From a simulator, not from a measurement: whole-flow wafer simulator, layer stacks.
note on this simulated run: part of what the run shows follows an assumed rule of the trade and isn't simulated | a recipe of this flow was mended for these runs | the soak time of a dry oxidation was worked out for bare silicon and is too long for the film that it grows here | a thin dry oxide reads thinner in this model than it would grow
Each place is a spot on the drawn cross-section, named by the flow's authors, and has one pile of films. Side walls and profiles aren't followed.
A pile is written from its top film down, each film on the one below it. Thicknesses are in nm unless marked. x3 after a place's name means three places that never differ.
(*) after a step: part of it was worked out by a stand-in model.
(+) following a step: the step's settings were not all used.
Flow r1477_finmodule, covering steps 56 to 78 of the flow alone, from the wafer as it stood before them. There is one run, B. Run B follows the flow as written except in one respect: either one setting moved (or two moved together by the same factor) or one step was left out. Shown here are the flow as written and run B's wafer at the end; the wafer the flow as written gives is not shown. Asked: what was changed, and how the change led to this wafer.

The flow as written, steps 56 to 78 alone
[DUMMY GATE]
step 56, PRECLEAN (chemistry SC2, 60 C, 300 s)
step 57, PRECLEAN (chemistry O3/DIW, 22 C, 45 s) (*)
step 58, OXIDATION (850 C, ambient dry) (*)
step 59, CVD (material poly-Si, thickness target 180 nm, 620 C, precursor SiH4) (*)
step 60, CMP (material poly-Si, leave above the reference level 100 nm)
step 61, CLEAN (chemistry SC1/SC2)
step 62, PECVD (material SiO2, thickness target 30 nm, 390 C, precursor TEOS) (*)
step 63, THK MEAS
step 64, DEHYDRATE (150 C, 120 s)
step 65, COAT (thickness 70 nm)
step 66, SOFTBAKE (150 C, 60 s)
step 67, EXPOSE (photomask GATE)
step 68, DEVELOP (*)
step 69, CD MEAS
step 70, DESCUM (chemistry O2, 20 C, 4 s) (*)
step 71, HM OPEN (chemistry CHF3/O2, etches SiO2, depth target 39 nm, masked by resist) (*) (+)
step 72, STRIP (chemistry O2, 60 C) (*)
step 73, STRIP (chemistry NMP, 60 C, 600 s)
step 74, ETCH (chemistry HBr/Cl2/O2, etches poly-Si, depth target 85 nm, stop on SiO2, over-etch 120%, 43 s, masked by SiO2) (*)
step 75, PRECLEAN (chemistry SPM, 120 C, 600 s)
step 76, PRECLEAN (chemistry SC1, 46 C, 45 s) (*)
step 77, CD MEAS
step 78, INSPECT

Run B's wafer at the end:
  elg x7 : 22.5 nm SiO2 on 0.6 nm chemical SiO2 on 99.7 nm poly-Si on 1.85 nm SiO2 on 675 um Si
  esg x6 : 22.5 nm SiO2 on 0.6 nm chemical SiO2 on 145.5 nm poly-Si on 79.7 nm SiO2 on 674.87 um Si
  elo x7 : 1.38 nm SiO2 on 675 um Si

Cause: step 58, OXIDATION: 815 C was run, while the flow as written has 850 C.

How this came from the change, step by step:
  step 58, OXIDATION (850 C, ambient dry) (*)
      elg x7, elo x7: +1.85 SiO2 (new film), -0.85 chemical SiO2 (all of it), -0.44 Si (it would be, as written: +3 SiO2 (new film), -0.85 chemical SiO2 (all of it), -0.95 Si)
